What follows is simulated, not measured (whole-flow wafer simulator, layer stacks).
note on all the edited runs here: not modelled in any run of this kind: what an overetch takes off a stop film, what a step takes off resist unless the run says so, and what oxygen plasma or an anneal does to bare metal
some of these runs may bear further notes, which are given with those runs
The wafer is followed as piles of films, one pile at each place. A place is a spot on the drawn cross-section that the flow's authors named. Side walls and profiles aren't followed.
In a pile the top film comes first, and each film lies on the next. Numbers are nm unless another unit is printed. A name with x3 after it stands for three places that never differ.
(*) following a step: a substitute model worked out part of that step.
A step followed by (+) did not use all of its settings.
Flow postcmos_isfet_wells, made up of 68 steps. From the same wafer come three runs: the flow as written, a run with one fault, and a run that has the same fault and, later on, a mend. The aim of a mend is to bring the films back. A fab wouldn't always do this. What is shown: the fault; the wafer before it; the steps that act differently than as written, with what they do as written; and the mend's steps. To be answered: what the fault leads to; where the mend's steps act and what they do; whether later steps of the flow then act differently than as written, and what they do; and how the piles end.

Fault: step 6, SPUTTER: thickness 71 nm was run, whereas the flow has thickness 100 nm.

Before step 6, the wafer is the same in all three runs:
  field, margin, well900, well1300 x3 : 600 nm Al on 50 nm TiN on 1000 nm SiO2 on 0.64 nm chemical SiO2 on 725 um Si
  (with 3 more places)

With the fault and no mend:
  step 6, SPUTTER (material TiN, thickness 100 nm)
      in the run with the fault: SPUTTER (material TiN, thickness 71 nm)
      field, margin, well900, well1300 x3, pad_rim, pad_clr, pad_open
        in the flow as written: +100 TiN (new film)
        in the run with the fault: +71 TiN (new film)
  Later steps of the flow acting differently than as written:
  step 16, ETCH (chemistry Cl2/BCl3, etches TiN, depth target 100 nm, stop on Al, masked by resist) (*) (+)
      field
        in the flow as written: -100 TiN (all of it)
        in the run with the fault: -71 TiN (all of it)
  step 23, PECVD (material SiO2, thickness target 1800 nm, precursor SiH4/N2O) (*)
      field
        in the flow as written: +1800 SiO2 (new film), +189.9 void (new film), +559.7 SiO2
        in the run with the fault: +1800 SiO2 (new film), +168.2 void (new film), +552.4 SiO2
  At field, margin, well900, well1300 x3, pad_rim, pad_clr, pad_open, the piles at the end differ from the flow's by more than 2% or 0.5 nm, whichever is larger.
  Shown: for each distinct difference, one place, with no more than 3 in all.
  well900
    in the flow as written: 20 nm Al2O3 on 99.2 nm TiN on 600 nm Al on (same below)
    in the run with the fault: 20 nm Al2O3 on 70.2 nm TiN on 600 nm Al on (same below)
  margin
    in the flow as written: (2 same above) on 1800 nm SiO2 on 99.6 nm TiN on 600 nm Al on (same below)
    in the run with the fault: (2 same above) on 1800 nm SiO2 on 70.6 nm TiN on 600 nm Al on (same below)
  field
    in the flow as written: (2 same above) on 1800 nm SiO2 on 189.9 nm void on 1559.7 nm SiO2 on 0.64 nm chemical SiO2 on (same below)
    in the run with the fault: (2 same above) on 1800 nm SiO2 on 168.2 nm void on 1552.4 nm SiO2 on 0.64 nm chemical SiO2 on (same below)

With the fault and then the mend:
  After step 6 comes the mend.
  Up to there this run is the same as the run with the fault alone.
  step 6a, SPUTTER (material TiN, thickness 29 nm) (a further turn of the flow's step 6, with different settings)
      field, margin, well900, well1300 x3, pad_rim, pad_clr, pad_open
        +29 TiN
  Every later step of the flow that is run acts as written at every place that is followed.
  By the end, the piles equal the flow's at every place that both follow.
